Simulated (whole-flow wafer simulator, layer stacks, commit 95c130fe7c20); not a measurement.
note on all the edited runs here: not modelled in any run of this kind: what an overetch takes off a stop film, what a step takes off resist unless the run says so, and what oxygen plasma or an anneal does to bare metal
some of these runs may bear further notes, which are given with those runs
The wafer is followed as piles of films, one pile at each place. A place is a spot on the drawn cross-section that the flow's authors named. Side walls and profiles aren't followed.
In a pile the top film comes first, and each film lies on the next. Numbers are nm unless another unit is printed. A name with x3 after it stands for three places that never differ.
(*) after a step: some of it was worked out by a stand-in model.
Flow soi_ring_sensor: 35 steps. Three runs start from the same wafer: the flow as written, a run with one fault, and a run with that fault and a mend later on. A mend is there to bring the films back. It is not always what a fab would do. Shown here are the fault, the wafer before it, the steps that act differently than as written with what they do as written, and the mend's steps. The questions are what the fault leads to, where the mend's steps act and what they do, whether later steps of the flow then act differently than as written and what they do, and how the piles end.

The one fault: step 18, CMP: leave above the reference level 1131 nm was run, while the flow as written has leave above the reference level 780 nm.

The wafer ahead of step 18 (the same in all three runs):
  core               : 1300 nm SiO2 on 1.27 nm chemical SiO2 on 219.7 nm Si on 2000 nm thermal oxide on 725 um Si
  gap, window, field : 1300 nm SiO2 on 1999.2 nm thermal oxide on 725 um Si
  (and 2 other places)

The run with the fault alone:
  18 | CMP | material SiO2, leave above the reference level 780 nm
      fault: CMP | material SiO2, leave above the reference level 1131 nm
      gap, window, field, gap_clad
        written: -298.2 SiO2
        fault: nothing
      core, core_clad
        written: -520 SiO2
        fault: -169 SiO2
  Steps further on in the flow that do not act as written (1 other step is not shown; it differs only slightly, by no more than 2% or 0.5 nm, whichever is larger):
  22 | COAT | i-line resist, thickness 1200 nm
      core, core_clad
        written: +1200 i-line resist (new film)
        fault: +1154 i-line resist (new film)
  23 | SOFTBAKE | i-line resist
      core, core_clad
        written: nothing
        fault: -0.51 i-line resist
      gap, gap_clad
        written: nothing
        fault: -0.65 i-line resist
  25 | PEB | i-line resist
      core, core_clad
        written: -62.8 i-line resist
        fault: -60.4 i-line resist
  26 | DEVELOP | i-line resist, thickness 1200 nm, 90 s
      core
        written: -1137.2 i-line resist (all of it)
        fault: -1093.1 i-line resist (all of it)
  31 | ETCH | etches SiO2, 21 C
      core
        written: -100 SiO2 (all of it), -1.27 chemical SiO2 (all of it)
        fault: -451 SiO2 (all of it), -1.27 chemical SiO2 (all of it)
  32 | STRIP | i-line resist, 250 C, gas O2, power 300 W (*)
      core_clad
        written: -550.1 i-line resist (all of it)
        fault: -506 i-line resist (all of it)
  The piles end different from the flow's at field, core_clad by more than 2% or 0.5 nm, whichever is larger.
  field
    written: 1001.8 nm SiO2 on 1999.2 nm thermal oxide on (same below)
    fault: 1300 nm SiO2 on 1999.2 nm thermal oxide on (same below)
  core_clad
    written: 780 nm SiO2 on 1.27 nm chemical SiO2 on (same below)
    fault: 1131 nm SiO2 on 1.27 nm chemical SiO2 on (same below)

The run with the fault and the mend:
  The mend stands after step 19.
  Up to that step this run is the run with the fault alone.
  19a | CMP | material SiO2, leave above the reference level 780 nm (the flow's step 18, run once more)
      gap, window, field, gap_clad
        -298.2 SiO2
      core, core_clad
        -351 SiO2
  Every later step of the flow that is run acts as written at every place that is followed.
  By the end, the piles equal the flow's at every place that both follow.
